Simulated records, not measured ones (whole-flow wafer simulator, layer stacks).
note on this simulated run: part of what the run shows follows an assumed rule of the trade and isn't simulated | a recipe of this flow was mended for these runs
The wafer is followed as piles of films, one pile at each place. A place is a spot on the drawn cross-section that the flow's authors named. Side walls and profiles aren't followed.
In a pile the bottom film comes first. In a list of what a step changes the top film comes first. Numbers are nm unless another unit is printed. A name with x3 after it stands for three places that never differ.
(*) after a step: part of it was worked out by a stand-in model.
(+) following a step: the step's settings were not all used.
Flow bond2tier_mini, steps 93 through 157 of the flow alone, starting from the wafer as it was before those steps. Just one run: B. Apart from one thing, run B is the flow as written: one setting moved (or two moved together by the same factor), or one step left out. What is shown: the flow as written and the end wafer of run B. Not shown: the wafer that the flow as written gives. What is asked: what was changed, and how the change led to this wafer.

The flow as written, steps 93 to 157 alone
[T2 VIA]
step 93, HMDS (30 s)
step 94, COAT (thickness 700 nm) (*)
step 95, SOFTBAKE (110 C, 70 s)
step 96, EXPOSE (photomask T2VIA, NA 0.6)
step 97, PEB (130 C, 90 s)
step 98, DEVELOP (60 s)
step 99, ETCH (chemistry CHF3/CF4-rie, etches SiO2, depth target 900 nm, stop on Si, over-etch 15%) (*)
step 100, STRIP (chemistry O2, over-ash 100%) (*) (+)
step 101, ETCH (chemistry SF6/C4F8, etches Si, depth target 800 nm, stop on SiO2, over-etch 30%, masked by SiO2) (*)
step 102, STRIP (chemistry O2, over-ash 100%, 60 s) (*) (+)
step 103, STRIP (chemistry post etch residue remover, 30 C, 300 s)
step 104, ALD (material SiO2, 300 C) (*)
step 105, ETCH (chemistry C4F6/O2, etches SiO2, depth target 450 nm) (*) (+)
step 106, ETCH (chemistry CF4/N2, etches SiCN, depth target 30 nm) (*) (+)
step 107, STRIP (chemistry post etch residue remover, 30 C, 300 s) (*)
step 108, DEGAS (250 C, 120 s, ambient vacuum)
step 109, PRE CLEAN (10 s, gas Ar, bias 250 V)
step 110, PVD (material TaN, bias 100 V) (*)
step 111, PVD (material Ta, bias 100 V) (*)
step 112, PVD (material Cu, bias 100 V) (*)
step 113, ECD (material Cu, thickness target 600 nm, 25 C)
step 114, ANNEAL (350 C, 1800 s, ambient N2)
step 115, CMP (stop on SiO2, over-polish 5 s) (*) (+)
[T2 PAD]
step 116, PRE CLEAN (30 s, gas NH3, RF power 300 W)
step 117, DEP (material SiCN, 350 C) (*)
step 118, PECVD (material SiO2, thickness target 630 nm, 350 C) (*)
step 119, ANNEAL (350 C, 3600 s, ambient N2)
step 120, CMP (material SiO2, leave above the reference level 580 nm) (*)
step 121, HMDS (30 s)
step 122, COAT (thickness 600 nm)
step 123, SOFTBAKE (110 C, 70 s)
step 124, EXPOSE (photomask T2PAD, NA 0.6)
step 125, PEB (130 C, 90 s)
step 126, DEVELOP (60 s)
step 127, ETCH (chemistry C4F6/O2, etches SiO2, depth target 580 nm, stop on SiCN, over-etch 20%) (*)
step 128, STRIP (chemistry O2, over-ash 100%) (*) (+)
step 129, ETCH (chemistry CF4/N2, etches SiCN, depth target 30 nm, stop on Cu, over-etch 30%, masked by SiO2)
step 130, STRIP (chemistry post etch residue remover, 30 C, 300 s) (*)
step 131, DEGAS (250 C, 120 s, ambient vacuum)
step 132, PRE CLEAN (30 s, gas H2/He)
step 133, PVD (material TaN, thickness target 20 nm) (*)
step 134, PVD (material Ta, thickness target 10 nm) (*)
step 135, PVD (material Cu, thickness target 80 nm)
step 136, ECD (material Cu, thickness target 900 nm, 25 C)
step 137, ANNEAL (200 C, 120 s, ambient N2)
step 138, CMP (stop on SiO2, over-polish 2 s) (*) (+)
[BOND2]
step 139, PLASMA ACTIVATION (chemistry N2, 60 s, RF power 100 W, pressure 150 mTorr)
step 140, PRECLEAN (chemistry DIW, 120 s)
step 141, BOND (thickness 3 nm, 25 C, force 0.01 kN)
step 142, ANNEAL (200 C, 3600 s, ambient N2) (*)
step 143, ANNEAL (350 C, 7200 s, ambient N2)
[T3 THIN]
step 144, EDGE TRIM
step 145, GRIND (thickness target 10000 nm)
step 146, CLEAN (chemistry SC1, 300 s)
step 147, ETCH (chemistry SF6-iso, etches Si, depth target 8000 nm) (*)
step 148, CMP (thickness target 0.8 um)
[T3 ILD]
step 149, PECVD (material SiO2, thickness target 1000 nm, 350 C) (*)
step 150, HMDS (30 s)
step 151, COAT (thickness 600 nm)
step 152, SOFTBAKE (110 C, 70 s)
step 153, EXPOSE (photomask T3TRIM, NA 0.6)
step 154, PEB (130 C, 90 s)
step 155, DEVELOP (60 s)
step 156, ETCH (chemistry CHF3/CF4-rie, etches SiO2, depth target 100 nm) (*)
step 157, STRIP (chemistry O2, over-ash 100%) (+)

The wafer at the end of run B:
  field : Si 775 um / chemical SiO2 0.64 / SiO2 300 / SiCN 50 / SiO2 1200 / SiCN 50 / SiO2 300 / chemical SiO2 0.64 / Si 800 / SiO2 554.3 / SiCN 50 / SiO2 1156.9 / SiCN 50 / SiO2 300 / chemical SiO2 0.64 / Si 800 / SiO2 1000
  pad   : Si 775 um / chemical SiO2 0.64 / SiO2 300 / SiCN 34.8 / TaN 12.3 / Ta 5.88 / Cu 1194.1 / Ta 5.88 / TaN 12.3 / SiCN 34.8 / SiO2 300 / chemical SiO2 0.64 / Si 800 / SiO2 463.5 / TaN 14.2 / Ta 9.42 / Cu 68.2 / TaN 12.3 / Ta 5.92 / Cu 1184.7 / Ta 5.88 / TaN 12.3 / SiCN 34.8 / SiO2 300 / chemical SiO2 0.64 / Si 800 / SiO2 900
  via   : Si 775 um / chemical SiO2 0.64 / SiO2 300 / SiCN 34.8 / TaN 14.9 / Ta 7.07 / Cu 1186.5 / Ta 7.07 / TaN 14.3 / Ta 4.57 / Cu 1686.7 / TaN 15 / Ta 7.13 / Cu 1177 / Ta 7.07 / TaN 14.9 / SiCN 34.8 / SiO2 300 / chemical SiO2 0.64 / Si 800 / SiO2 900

What caused this: step 106, ETCH: depth target 34.8 nm was run, while the flow as written has depth target 30 nm.

Step by step, how the change led to this:
  step 106, ETCH (chemistry CF4/N2, etches SiCN, depth target 30 nm) (*) (+)
      field, pad: -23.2 SiO2 (in the flow as written it would be: -20 SiO2)
      via: -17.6 SiCN (all of it), -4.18 TaN (in the flow as written it would be: -17.6 SiCN (all of it), -3.01 TaN)
